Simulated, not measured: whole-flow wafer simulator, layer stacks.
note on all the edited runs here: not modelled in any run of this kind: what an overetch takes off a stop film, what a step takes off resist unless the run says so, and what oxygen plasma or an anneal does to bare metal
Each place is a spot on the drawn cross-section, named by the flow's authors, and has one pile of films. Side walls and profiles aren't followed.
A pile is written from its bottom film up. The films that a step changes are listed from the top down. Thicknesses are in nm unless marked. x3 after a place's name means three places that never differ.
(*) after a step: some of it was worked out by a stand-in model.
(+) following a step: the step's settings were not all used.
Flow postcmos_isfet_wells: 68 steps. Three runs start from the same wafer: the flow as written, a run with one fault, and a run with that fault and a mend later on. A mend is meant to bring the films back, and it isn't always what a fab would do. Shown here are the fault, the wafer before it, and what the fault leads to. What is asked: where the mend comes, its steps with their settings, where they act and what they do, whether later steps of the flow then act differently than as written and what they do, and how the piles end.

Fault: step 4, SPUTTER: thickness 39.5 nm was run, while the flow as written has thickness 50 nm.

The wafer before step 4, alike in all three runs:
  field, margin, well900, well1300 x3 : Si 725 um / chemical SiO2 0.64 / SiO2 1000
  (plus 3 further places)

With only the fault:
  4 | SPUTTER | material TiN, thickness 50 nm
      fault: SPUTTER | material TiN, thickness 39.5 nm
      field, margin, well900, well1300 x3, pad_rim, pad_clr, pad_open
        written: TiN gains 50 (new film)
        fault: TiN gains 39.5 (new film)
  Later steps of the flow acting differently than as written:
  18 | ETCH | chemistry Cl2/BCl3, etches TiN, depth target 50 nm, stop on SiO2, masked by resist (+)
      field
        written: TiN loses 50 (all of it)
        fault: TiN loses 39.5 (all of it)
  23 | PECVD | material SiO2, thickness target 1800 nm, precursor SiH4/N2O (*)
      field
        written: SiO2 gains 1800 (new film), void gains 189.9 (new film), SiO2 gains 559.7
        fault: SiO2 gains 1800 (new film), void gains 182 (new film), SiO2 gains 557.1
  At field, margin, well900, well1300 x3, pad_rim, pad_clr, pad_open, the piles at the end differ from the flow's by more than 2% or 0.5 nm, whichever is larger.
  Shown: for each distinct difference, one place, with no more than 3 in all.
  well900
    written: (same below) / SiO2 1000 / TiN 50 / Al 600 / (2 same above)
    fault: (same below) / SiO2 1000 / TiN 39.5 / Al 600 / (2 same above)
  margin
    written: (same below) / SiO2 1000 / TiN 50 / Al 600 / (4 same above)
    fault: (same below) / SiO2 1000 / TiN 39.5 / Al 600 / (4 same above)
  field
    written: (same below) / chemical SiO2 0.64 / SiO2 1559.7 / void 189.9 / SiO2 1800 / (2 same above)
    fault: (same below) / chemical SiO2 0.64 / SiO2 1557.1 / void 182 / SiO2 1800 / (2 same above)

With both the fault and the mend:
  The mend stands after step 4.
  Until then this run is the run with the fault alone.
  4a | SPUTTER | material TiN, thickness 10.5 nm (a further turn of the flow's step 4, with different settings)
      field, margin, well900, well1300 x3, pad_rim, pad_clr, pad_open
        TiN gains 10.5
  None of the later steps of the flow acts differently than as written at any place that is followed.
  By the end, the piles equal the flow's at every place that both follow.
